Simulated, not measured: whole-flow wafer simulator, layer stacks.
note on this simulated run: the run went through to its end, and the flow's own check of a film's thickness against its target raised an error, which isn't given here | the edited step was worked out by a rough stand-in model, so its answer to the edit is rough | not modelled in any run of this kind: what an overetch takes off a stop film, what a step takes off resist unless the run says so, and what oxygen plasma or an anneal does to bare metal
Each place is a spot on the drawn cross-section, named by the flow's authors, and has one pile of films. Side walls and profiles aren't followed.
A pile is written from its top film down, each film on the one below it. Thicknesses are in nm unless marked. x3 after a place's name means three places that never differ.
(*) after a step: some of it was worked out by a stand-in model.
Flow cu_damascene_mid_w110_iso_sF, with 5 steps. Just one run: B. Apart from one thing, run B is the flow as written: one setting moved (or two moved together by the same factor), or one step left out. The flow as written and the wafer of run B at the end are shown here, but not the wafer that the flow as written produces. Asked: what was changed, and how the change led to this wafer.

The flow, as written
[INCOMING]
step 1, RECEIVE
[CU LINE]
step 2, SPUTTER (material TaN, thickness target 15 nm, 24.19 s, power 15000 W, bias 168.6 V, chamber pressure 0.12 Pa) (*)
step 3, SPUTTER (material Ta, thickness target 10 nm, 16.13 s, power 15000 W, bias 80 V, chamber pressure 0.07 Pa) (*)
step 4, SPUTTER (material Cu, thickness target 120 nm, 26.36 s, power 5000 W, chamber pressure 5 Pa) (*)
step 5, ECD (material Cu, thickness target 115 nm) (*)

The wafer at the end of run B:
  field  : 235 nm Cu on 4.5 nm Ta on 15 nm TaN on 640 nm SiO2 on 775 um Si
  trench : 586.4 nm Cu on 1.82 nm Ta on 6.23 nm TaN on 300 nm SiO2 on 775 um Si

The reason: step 3, SPUTTER: thickness target 4.5 nm was run, whereas the flow has thickness target 10 nm; step 3, SPUTTER: 7.26 s was run, where the flow has 16.13 s.
The wafer lets one read it off: field has Ta 4.5, and step 3 as written asks for 10 nm.

The path from the change to this, step by step:
  step 3, SPUTTER (material Ta, thickness target 10 nm, 16.13 s, power 15000 W, bias 80 V, chamber pressure 0.07 Pa) (*)
      field: Ta gains 4.5 (new film) (in the flow as written it would be: Ta gains 10 (new film))
      trench: Ta gains 1.82 (new film) (in the flow as written it would be: Ta gains 4.05 (new film))
